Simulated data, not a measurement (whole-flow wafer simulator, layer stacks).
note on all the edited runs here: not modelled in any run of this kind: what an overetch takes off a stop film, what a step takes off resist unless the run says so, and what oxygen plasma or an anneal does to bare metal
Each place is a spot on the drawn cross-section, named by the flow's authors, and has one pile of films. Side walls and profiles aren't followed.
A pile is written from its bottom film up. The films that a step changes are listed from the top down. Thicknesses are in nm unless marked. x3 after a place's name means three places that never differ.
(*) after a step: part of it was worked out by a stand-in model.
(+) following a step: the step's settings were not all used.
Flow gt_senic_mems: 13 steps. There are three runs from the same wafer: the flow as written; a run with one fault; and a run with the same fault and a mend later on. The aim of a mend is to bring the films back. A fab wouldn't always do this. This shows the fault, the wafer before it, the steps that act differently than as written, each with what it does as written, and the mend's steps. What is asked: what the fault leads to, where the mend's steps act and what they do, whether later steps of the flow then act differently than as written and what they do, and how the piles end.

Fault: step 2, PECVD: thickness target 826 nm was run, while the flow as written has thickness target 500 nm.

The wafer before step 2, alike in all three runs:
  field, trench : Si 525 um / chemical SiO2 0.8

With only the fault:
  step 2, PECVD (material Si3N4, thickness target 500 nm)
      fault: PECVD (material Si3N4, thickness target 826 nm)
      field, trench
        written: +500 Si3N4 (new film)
        fault: +826 Si3N4 (new film)
  Steps further on in the flow that do not act as written (2 other steps are not shown; they differ only slightly, by no more than 2% or 0.5 nm, whichever is larger):
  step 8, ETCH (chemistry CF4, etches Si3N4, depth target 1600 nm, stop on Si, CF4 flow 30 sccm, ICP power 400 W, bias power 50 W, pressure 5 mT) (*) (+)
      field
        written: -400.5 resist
        fault: -617.9 resist
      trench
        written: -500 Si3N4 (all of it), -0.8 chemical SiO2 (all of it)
        fault: -826 Si3N4 (all of it), -0.8 chemical SiO2 (all of it)
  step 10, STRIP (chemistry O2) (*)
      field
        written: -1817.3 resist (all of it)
        fault: -1600 resist (all of it)
  By the end, the piles at field depart from the flow's by more than 2% or 0.5 nm, whichever is larger.
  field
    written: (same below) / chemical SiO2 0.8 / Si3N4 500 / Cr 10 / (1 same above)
    fault: (same below) / chemical SiO2 0.8 / Si3N4 826 / Cr 10 / (1 same above)

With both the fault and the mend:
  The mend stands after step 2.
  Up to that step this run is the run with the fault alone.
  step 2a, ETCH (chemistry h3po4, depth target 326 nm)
      field, trench
        -326 Si3N4
  None of the later steps of the flow acts differently than as written at any place that is followed.
  At every place that both follow, the piles at the end match the flow's.
